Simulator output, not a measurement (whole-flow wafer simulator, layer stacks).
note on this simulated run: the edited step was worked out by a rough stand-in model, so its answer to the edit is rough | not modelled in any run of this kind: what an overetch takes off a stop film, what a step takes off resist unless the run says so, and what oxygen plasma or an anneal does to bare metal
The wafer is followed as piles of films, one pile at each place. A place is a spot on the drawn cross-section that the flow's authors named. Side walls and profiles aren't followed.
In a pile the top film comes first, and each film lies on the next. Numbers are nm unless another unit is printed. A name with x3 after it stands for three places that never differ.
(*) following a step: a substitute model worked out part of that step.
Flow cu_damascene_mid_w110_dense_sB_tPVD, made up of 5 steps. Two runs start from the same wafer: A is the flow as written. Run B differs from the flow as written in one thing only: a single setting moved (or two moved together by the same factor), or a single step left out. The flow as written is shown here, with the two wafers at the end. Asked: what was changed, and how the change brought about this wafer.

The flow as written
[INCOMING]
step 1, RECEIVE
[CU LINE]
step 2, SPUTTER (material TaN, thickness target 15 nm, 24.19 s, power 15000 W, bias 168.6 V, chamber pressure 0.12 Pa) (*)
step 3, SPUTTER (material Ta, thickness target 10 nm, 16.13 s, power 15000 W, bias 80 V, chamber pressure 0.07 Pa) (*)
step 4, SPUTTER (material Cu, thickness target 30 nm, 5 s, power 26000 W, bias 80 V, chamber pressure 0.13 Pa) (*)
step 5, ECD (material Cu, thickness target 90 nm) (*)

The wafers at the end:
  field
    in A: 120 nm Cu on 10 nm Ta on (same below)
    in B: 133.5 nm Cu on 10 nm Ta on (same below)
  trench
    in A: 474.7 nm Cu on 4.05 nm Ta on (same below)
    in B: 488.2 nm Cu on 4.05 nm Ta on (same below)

Cause: step 4, SPUTTER: thickness target 43.5 nm was run, though the flow has thickness target 30 nm.

Step by step, how the change led to this:
  step 4, SPUTTER (material Cu, thickness target 30 nm, 5 s, power 26000 W, bias 80 V, chamber pressure 0.13 Pa) (*)
      field: A Cu gains 30 (new film) | B Cu gains 43.5 (new film)
      trench: A Cu gains 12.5 (new film) | B Cu gains 18.1 (new film)
